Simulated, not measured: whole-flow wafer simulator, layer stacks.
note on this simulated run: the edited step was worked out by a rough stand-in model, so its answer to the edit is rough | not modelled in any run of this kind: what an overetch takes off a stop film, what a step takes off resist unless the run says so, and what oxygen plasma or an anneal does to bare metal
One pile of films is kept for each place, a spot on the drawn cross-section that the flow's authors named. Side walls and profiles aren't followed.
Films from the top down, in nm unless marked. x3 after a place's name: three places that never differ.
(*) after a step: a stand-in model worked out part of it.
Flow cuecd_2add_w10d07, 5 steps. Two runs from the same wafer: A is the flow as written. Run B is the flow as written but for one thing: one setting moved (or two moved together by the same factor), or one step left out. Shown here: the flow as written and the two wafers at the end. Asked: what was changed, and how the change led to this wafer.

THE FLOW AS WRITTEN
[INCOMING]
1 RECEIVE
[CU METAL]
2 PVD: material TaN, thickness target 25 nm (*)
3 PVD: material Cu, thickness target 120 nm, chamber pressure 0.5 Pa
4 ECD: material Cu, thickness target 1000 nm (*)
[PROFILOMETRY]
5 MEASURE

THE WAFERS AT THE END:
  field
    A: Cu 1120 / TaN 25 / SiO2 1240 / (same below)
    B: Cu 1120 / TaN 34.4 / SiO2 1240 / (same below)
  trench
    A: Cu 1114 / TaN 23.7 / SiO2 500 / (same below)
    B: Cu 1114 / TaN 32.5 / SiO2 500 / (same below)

The cause: step 2, PVD: thickness target 34.4 nm was run, where the flow has thickness target 25 nm.
It can be read off the wafer: field has TaN 34.4, and step 2 as written asks for 25 nm.

How the change led to this, step by step:
  2 PVD: material TaN, thickness target 25 nm (*)
      field: A TaN +25 (new film) | B TaN +34.4 (new film)
      trench: A TaN +23.7 (new film) | B TaN +32.5 (new film)
